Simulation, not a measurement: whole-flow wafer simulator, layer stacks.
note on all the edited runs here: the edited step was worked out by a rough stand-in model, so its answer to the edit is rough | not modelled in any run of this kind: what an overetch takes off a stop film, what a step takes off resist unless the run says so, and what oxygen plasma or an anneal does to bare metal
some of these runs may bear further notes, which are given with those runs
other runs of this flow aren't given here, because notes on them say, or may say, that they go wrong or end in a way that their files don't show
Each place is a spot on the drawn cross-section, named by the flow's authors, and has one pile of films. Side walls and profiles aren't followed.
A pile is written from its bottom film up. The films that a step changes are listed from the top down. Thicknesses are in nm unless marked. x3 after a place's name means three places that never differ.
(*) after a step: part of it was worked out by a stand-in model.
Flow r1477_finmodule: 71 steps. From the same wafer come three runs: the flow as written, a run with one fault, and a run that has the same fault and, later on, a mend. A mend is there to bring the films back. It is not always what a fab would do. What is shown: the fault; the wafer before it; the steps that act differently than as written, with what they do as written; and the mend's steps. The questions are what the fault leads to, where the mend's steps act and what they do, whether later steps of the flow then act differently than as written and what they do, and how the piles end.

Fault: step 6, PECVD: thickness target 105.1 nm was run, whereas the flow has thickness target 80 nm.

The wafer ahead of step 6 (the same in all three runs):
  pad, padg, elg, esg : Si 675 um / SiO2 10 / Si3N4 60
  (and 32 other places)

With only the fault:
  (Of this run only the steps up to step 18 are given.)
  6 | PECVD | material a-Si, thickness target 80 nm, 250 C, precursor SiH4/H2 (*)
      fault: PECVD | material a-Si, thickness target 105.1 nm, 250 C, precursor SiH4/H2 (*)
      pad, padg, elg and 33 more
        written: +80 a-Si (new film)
        fault: +105.1 a-Si (new film)
  Steps later in the flow that act otherwise than as written:
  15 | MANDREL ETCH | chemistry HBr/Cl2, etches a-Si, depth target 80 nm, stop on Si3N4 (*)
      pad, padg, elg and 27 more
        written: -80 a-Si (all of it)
        fault: -80 a-Si
  Once step 18 is done, the piles at pad, padg, elg and 33 more depart from the flow's by more than 2% or 0.5 nm, whichever is larger.
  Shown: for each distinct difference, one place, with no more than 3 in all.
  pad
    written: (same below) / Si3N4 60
    fault: (same below) / Si3N4 60 / a-Si 25.1
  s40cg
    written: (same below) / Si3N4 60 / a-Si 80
    fault: (same below) / Si3N4 60 / a-Si 105.1

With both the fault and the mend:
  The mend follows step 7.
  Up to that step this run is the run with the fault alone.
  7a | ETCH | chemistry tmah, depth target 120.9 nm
      pad, padg, elg and 33 more
        -105.1 a-Si (all of it)
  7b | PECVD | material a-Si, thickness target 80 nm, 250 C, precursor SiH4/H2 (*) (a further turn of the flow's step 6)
      pad, padg, elg and 33 more
        +80 a-Si (new film)
  Every later step of the flow that is run acts as written at every place that is followed.
  By the end, the piles equal the flow's at every place that both follow.
